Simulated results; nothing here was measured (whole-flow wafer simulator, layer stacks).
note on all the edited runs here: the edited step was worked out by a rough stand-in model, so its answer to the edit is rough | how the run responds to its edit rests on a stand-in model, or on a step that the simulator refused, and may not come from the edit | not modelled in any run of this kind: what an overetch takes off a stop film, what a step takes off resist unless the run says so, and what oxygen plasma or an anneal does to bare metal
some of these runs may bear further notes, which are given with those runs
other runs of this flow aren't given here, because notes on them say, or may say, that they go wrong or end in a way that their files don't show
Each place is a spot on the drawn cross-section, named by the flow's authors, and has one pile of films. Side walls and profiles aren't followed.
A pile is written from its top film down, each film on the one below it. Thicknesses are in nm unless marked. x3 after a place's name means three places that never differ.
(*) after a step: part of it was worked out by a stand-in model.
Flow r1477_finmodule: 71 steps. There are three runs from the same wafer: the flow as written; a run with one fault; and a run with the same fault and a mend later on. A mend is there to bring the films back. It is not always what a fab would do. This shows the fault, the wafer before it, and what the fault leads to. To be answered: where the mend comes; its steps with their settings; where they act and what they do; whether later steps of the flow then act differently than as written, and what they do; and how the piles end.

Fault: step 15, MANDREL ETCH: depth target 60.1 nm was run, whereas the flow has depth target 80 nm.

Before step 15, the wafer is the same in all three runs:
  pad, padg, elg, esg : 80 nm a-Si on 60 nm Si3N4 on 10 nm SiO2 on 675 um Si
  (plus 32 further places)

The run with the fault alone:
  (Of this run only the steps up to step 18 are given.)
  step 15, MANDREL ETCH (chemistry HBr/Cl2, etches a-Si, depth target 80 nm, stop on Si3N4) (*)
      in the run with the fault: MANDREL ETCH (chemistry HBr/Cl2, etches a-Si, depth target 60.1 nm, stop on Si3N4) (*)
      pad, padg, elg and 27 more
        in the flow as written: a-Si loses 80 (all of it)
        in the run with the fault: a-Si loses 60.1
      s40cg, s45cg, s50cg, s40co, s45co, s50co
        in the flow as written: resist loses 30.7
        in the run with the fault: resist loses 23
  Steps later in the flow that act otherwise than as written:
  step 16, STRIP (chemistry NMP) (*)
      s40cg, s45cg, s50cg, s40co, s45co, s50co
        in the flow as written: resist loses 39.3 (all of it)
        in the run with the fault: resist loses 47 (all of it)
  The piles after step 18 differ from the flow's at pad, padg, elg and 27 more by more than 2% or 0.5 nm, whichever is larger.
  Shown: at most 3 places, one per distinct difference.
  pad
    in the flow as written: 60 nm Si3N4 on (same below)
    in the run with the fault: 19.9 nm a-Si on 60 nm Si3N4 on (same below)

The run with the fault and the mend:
  The mend follows step 15.
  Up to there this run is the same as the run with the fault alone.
  step 15a, MANDREL ETCH (chemistry HBr/Cl2, etches a-Si, depth target 19.9 nm, stop on Si3N4) (*) (the flow's step 15 again, with other settings)
      pad, padg, elg and 27 more
        a-Si loses 19.9 (all of it)
      s40cg, s45cg, s50cg, s40co, s45co, s50co
        resist loses 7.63
  Every later step of the flow that is run acts as written at every place that is followed.
  By the end, the piles equal the flow's at every place that both follow.
